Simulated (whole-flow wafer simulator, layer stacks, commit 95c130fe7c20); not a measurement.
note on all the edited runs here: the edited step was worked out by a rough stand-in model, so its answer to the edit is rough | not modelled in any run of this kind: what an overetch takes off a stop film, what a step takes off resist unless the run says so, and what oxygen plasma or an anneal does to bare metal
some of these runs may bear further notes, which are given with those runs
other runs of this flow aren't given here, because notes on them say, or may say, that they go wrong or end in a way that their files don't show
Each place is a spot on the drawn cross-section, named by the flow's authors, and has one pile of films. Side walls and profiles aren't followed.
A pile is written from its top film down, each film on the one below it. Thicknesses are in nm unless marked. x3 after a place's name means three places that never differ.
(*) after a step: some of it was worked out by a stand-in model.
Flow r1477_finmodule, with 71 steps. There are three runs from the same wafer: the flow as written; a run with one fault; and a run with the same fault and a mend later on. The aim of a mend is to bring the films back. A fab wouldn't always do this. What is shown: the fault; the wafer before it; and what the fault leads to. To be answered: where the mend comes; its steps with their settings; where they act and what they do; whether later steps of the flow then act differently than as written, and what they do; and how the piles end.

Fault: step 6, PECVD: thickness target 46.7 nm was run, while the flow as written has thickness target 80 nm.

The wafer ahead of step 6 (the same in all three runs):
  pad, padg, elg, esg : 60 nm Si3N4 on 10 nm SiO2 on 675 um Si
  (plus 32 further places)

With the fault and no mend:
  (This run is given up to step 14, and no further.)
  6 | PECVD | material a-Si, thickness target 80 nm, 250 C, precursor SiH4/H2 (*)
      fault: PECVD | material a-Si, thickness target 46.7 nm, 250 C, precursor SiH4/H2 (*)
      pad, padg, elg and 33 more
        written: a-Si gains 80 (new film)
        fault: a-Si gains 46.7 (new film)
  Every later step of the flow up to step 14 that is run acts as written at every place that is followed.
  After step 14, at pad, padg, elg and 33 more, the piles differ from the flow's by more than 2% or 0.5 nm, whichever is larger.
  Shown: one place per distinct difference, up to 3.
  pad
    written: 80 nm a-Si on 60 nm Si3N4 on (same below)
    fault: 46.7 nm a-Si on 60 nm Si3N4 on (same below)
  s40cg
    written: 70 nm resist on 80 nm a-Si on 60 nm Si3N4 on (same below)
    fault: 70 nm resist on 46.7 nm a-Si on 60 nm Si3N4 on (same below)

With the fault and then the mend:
  After step 7 comes the mend.
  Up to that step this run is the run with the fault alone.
  7a | ETCH | chemistry tmah, depth target 53.7 nm
      pad, padg, elg and 33 more
        a-Si loses 46.7 (all of it)
  7b | PECVD | material a-Si, thickness target 80 nm, 250 C, precursor SiH4/H2 (*) (the flow's step 6, run once more)
      pad, padg, elg and 33 more
        a-Si gains 80 (new film)
  Every later step of the flow that is run acts as written at every place that is followed.
  At every place that both follow, the piles at the end match the flow's.
